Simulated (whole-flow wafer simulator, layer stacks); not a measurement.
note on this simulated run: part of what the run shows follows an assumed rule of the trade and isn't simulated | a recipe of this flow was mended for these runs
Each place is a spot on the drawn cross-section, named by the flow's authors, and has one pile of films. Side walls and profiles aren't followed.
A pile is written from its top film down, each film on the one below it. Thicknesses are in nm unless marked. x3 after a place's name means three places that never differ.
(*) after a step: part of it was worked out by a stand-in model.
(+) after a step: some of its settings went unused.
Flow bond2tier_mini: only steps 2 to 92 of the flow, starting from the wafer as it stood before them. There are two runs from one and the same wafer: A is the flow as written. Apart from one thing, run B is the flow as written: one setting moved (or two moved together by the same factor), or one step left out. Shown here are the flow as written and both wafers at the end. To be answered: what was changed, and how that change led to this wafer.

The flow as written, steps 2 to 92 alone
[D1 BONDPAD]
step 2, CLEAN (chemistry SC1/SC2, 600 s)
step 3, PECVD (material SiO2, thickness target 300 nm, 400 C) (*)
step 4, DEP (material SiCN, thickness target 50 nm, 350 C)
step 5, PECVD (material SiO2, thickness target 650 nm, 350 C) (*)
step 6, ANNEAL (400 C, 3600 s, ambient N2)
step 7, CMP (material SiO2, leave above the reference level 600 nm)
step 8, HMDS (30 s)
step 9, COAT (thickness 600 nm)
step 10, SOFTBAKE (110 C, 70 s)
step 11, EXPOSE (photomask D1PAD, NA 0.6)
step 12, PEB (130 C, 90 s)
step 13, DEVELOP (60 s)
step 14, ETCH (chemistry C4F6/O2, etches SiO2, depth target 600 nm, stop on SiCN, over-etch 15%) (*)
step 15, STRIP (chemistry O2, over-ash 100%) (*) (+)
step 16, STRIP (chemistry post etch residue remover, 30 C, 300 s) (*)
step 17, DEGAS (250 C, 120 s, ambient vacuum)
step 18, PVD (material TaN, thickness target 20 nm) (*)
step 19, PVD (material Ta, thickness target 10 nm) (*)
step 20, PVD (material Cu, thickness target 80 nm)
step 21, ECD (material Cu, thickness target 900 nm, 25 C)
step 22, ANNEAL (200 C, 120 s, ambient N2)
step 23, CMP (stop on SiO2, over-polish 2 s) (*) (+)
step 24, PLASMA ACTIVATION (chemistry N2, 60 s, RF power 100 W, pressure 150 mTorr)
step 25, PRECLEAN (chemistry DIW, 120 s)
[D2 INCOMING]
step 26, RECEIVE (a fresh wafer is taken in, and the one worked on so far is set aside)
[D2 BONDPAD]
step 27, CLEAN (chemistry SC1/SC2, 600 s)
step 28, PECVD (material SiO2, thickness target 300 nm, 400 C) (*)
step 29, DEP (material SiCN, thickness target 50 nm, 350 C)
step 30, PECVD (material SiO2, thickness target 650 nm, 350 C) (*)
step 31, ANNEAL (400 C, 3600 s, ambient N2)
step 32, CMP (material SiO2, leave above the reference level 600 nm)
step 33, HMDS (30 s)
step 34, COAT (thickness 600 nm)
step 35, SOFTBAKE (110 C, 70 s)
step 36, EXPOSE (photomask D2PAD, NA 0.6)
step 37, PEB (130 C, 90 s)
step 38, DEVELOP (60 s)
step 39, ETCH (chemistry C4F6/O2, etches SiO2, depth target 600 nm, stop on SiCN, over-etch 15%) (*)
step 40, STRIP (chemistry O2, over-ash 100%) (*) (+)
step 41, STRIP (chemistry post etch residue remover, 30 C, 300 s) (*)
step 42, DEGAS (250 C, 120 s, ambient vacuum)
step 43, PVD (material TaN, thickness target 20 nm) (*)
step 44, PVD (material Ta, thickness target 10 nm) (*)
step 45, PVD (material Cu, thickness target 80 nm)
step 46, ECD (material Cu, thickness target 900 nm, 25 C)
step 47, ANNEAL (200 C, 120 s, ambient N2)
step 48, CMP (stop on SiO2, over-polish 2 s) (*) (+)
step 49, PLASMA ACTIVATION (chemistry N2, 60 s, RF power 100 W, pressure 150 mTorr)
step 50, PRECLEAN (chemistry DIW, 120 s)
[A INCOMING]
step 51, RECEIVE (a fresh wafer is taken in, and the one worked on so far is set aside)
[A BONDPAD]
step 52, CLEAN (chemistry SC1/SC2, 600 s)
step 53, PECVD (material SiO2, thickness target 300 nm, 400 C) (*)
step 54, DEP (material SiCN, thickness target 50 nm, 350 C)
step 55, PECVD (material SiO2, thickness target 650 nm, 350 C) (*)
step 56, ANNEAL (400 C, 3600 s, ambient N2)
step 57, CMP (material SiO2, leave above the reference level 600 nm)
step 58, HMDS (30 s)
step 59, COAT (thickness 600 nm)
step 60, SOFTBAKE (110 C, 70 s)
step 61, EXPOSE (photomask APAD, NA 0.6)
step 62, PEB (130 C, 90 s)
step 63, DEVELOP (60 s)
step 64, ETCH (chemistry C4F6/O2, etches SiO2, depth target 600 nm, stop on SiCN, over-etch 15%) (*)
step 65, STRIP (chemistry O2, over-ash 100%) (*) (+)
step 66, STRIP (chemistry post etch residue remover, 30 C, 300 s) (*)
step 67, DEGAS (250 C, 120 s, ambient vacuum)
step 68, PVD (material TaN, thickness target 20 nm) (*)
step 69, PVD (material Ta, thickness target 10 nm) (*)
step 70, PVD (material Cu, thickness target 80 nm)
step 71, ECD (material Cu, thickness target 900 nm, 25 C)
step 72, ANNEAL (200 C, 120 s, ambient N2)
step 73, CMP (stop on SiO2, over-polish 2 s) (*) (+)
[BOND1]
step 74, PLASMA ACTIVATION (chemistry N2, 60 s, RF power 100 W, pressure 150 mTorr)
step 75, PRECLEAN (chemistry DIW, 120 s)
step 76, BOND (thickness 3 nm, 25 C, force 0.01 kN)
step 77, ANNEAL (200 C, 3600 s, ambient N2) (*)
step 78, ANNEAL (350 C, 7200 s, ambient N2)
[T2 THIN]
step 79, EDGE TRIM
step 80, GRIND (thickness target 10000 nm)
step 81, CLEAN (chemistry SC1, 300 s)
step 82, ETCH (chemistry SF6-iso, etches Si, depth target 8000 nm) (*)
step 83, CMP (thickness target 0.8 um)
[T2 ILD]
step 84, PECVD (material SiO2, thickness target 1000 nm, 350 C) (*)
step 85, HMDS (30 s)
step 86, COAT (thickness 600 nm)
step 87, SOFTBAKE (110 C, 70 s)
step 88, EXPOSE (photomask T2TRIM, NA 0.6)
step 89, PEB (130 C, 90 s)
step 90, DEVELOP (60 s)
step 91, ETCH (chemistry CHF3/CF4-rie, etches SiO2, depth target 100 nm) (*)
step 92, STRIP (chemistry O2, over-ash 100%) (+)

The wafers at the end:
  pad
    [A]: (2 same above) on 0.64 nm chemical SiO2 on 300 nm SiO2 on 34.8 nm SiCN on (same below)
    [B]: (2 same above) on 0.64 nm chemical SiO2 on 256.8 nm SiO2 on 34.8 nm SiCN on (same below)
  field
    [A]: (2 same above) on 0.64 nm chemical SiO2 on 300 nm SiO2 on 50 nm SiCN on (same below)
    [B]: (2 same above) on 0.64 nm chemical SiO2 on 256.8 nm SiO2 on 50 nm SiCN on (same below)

The reason: step 3, PECVD: thickness target 256.8 nm was run, while the flow as written has thickness target 300 nm.
The wafer itself shows it: pad has SiO2 256.8, and step 3 as written asks for 300 nm.

How this came from the change, step by step:
  step 3, PECVD (material SiO2, thickness target 300 nm, 400 C) (*)
      field, pad, via: A SiO2 gains 300 (new film) | B SiO2 gains 256.8 (new film)
  step 76, BOND (thickness 3 nm, 25 C, force 0.01 kN)
      field: A Si gains 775 um (new film), chemical SiO2 gains 0.64 (new film), SiO2 gains 300 (new film), SiCN gains 50 (new film), SiO2 gains 600 | B Si gains 775 um (new film), chemical SiO2 gains 0.64 (new film), SiO2 gains 256.8 (new film), SiCN gains 50 (new film), SiO2 gains 600
      pad: A Si gains 775 um (new film), chemical SiO2 gains 0.64 (new film), SiO2 gains 300 (new film), SiCN gains 34.8 (new film), TaN gains 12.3 (new film), Ta gains 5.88 (new film), Cu gains 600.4 | B Si gains 775 um (new film), chemical SiO2 gains 0.64 (new film), SiO2 gains 256.8 (new film), SiCN gains 34.8 (new film), TaN gains 12.3 (new film), Ta gains 5.88 (new film), Cu gains 600.4
      (and at 1 other place as well)
